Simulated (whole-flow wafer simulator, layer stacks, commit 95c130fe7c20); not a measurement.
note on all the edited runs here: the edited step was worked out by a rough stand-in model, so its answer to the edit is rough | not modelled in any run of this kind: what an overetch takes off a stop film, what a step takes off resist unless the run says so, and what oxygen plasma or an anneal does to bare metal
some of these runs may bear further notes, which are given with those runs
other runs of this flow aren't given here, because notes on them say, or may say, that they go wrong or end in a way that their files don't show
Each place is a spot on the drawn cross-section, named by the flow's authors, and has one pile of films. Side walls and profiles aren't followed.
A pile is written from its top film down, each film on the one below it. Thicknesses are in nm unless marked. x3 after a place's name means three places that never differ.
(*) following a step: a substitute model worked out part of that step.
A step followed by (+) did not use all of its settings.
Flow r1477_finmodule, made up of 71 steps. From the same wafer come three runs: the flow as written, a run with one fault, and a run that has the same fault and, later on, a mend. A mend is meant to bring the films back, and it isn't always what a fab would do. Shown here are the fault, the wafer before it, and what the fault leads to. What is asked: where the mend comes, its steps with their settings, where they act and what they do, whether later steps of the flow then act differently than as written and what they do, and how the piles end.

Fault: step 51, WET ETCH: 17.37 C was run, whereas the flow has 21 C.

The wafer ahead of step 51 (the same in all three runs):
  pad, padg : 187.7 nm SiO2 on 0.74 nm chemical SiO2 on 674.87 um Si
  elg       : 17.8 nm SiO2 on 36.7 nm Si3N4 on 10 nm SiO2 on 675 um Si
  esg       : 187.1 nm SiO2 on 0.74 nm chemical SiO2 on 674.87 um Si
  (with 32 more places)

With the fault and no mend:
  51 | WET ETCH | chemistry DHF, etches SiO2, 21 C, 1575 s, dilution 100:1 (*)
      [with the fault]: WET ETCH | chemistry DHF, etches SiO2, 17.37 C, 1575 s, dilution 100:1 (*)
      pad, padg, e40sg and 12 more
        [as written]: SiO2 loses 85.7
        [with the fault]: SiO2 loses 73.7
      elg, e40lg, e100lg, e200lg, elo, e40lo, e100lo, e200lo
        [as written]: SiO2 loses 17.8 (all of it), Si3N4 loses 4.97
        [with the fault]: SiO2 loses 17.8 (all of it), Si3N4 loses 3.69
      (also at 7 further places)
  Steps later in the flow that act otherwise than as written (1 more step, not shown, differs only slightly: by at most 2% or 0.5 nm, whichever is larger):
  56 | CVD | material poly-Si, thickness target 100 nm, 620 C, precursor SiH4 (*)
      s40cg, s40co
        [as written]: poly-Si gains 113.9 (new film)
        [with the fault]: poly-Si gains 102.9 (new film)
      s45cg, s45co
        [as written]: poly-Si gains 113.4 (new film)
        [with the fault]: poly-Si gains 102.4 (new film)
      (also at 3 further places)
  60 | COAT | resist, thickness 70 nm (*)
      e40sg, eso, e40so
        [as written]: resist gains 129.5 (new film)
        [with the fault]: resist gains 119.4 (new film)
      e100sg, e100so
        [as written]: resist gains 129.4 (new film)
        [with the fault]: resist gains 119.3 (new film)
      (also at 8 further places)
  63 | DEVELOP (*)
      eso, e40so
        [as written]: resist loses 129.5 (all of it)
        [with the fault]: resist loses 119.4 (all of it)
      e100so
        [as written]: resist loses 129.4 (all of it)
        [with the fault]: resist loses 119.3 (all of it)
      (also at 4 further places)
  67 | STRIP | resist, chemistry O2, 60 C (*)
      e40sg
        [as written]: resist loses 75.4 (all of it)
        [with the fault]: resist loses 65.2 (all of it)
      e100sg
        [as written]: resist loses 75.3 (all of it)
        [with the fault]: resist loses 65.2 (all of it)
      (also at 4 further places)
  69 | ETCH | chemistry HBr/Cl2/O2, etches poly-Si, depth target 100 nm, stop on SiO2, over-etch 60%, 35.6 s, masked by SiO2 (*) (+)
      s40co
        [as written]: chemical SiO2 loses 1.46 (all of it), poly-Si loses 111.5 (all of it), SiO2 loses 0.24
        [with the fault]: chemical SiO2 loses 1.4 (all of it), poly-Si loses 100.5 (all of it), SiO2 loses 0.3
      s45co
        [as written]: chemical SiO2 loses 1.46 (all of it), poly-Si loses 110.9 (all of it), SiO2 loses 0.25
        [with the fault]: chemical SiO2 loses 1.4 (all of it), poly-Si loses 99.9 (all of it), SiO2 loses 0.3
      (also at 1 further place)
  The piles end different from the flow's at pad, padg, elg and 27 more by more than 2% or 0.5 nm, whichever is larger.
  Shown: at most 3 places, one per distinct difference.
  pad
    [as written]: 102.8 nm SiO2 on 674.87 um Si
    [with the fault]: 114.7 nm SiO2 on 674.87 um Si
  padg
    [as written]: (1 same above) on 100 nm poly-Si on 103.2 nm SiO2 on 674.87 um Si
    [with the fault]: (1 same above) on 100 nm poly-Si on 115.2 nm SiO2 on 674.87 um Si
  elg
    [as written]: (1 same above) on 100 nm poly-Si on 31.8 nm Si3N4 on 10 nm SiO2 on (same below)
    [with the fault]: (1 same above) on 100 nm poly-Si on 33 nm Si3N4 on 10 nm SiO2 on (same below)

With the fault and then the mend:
  After step 51 comes the mend.
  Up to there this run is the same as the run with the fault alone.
  51a | WET ETCH | chemistry DHF, etches SiO2, 21 C, 215.7 s, dilution 100:1 (*) (a further turn of the flow's step 51, with different settings)
      pad, padg, e40sg and 12 more
        SiO2 loses 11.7
      elg, e40lg, e100lg, e200lg, elo, e40lo, e100lo, e200lo
        Si3N4 loses 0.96
      esg, s40cg, s45cg, s50cg, s40co, s45co, s50co
        SiO2 loses 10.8
  Every later step of the flow that is run acts as written, at every place that is followed, to within 2% or 0.5 nm, whichever is larger.
  At the end the piles are close to the flow's at the places that both follow, differing by at most 2% or 0.5 nm, whichever is larger.
